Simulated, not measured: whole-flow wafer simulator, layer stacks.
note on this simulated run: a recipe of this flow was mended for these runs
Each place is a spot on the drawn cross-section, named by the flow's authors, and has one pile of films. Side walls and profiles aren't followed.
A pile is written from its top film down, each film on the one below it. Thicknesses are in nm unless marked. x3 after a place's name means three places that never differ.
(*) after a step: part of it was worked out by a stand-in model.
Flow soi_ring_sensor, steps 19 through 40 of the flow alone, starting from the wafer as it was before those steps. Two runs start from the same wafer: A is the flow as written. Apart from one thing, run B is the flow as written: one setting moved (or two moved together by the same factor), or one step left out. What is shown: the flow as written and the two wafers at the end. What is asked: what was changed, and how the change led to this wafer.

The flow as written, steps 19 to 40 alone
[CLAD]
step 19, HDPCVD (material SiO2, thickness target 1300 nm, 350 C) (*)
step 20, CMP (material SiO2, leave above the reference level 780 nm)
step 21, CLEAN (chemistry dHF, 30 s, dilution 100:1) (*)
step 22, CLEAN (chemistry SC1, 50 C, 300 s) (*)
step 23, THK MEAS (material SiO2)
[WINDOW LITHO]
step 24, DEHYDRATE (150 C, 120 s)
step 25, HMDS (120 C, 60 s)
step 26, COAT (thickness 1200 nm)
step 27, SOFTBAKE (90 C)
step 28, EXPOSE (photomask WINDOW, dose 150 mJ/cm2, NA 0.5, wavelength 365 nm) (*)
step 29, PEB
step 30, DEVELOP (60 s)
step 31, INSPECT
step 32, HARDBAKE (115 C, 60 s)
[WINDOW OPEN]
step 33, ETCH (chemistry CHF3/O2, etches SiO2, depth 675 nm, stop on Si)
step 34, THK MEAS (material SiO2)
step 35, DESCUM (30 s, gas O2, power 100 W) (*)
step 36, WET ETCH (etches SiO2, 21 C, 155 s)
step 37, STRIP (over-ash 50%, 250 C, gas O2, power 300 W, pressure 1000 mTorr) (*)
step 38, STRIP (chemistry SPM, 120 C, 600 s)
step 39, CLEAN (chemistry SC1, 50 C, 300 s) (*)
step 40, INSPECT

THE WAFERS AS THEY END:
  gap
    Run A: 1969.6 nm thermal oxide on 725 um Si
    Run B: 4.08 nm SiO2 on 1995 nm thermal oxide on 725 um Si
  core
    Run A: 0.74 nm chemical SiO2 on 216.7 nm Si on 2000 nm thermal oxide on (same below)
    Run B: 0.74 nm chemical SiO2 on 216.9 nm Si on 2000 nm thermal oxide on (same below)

The reason: step 36, WET ETCH: 137 s was run, whereas the flow has 155 s.

How this came from the change, step by step:
  step 36, WET ETCH (etches SiO2, 21 C, 155 s)
      gap, window: A SiO2 loses 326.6 (all of it), thermal oxide loses 25 | B SiO2 loses 321.9
  step 39, CLEAN (chemistry SC1, 50 C, 300 s) (*)
      gap, window: A thermal oxide loses 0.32 | B SiO2 loses 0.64
